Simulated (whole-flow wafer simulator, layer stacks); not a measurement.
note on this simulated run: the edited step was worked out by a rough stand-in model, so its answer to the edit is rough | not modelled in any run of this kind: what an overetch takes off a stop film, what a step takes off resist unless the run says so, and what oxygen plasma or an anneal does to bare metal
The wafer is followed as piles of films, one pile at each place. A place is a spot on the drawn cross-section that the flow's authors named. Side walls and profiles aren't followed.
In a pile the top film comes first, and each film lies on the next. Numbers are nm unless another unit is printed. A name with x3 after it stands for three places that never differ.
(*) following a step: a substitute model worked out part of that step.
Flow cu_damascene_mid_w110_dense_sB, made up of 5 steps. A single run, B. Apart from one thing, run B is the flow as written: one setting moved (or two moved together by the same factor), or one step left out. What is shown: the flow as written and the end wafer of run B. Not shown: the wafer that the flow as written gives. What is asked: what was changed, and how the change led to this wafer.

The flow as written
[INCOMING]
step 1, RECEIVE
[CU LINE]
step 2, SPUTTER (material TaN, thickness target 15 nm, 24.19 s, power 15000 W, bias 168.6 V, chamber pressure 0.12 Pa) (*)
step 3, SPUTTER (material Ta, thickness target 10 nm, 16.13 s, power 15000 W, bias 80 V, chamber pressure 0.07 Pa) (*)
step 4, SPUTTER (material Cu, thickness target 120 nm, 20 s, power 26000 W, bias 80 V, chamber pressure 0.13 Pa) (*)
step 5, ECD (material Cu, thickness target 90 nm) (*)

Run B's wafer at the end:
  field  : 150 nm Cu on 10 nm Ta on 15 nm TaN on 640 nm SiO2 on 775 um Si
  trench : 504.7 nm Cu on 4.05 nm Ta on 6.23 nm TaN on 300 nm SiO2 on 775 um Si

What caused this: step 4, SPUTTER: 10 s was run, though the flow has 20 s.

The path from the change to this, step by step:
  step 4, SPUTTER (material Cu, thickness target 120 nm, 20 s, power 26000 W, bias 80 V, chamber pressure 0.13 Pa) (*)
      field: Cu gains 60 (new film) (as written it would have been: Cu gains 120 (new film))
      trench: Cu gains 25 (new film) (as written it would have been: Cu gains 49.9 (new film))
  step 5, ECD (material Cu, thickness target 90 nm) (*)
      trench: Cu gains 479.8 (as written it would have been: Cu gains 514.8)
